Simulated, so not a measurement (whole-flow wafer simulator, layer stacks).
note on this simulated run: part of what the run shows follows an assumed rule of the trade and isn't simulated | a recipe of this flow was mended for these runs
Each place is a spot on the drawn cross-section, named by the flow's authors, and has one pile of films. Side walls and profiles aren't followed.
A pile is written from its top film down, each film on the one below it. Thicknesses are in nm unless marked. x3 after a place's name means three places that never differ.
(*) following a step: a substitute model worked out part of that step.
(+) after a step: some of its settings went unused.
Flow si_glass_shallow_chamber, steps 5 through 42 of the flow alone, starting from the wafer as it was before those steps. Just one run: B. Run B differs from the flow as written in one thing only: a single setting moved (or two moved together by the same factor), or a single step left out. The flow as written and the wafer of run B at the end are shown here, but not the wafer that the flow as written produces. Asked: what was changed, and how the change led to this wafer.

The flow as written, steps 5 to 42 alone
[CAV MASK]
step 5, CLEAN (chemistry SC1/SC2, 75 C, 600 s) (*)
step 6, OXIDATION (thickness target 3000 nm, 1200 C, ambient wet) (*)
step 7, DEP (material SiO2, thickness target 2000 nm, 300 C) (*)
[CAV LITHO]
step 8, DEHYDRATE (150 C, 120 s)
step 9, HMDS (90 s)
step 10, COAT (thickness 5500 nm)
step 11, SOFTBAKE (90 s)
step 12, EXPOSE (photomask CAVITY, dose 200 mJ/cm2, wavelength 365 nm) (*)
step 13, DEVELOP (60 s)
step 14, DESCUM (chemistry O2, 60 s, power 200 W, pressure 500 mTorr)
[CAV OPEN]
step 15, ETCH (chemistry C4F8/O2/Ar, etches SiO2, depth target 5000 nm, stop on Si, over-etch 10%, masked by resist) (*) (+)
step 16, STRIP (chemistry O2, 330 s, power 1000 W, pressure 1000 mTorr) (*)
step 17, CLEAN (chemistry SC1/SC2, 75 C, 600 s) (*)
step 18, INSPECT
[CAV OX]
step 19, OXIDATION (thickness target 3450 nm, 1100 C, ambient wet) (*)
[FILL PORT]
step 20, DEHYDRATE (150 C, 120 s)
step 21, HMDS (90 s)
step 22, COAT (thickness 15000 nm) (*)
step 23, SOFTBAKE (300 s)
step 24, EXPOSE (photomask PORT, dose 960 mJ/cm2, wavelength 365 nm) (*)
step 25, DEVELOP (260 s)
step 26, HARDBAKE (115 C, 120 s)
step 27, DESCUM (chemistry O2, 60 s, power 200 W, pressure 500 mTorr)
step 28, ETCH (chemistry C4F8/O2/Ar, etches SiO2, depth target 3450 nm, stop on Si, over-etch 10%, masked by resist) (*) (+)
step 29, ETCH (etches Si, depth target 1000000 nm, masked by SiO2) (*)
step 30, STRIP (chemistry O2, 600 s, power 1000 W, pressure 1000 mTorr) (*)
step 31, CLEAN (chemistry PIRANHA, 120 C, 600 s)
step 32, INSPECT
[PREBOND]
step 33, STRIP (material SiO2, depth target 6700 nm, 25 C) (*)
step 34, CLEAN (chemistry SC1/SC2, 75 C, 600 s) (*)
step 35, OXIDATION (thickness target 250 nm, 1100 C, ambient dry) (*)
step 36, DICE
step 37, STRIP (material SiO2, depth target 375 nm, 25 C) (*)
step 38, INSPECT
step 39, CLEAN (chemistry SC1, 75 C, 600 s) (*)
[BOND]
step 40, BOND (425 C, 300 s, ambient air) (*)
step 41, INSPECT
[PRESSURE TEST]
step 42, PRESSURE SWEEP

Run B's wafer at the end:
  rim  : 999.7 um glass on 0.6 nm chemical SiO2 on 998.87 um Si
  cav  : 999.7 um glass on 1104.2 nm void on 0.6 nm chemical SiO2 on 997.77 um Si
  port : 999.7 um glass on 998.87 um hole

What caused this: step 6, OXIDATION: 840 C was run, while the flow as written has 1200 C.

Step by step, how the change led to this:
  step 6, OXIDATION (thickness target 3000 nm, 1200 C, ambient wet) (*)
      rim, ramp, cav, port, septum, ring: +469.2 SiO2 (new film), -0.6 chemical SiO2 (all of it), -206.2 Si (as written it would have been: +3000 SiO2 (new film), -0.6 chemical SiO2 (all of it), -1319.7 Si)
  step 15, ETCH (chemistry C4F8/O2/Ar, etches SiO2, depth target 5000 nm, stop on Si, over-etch 10%, masked by resist) (*) (+)
      rim, ramp, septum, ring: -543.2 thick-i-line-resist (as written it would have been: -1100 thick-i-line-resist)
      cav, port: -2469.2 SiO2 (all of it), -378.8 Si (as written it would have been: -5000 SiO2 (all of it), -62.5 Si)
  step 16, STRIP (chemistry O2, 330 s, power 1000 W, pressure 1000 mTorr) (*)
      rim, ramp, septum, ring: -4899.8 thick-i-line-resist (all of it) (as written it would have been: -4343.1 thick-i-line-resist (all of it))
  step 19, OXIDATION (thickness target 3450 nm, 1100 C, ambient wet) (*)
      rim, ramp, septum, ring: +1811 SiO2, -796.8 Si (as written it would have been: +1110.9 SiO2, -488.8 Si)
  step 22, COAT (thickness 15000 nm) (*)
      rim: +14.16 um thick-i-line-resist (new film) (as written it would have been: +13.4 um thick-i-line-resist (new film))
      ramp: +13.9 um thick-i-line-resist (new film) (as written it would have been: +12.89 um thick-i-line-resist (new film))
      (and at 4 other places as well)
  step 23, SOFTBAKE (300 s)
      rim: -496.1 thick-i-line-resist (as written it would have been: -997 thick-i-line-resist)
      ramp: -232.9 thick-i-line-resist (as written it would have been: -487.1 thick-i-line-resist)
      (and at 4 other places as well)
  step 25, DEVELOP (260 s)
      port: -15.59 um thick-i-line-resist (all of it) (as written it would have been: -16.16 um thick-i-line-resist (all of it))
  step 26, HARDBAKE (115 C, 120 s)
      rim, ramp: -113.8 thick-i-line-resist (as written it would have been: -98.2 thick-i-line-resist)
      cav: -136.5 thick-i-line-resist (as written it would have been: -147.1 thick-i-line-resist)
  step 29, ETCH (etches Si, depth target 1000000 nm, masked by SiO2) (*)
      rim, ramp: -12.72 um thick-i-line-resist (all of it), -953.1 SiO2 (as written it would have been: -11.47 um thick-i-line-resist (all of it), -1617.3 SiO2)
      port: +997.84 um hole (new film), -997.84 um Si (all of it) (as written it would have been: +997.05 um hole (new film), -997.05 um Si (all of it))
      (and at 2 other places as well)
  step 30, STRIP (chemistry O2, 600 s, power 1000 W, pressure 1000 mTorr) (*)
      cav: -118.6 thick-i-line-resist (all of it) (as written it would have been: -669.6 thick-i-line-resist (all of it))
  step 33, STRIP (material SiO2, depth target 6700 nm, 25 C) (*)
      rim, ramp: -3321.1 SiO2 (all of it) (as written it would have been: -4487.5 SiO2 (all of it))
      septum: -3960 SiO2 (all of it) (as written it would have been: -5732.1 SiO2 (all of it))
      (and at 1 other place as well)
